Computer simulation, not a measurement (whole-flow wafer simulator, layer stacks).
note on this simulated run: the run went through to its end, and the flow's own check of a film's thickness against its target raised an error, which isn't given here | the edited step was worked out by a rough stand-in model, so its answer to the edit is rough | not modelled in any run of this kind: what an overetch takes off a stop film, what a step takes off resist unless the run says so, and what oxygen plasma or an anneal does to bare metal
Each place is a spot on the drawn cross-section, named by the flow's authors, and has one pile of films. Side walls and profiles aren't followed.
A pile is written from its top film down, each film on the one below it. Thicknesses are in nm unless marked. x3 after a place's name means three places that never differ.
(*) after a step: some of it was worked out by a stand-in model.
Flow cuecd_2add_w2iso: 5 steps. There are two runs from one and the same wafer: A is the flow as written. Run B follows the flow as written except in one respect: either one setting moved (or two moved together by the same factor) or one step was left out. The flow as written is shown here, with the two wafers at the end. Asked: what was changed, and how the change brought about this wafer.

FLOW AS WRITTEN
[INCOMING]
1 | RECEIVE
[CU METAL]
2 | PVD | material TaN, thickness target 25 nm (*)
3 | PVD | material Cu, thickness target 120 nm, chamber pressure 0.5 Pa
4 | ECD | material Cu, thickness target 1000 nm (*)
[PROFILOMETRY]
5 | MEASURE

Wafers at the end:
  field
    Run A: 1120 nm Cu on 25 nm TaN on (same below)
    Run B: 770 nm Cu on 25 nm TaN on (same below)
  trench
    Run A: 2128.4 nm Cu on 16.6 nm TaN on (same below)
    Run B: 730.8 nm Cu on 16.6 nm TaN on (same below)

The reason: step 4, ECD: thickness target 650 nm was run, whereas the flow has thickness target 1000 nm.

How this came from the change, step by step:
  4 | ECD | material Cu, thickness target 1000 nm (*)
      field: A Cu gains 1000 | B Cu gains 650
      trench: A Cu gains 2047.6 | B Cu gains 650
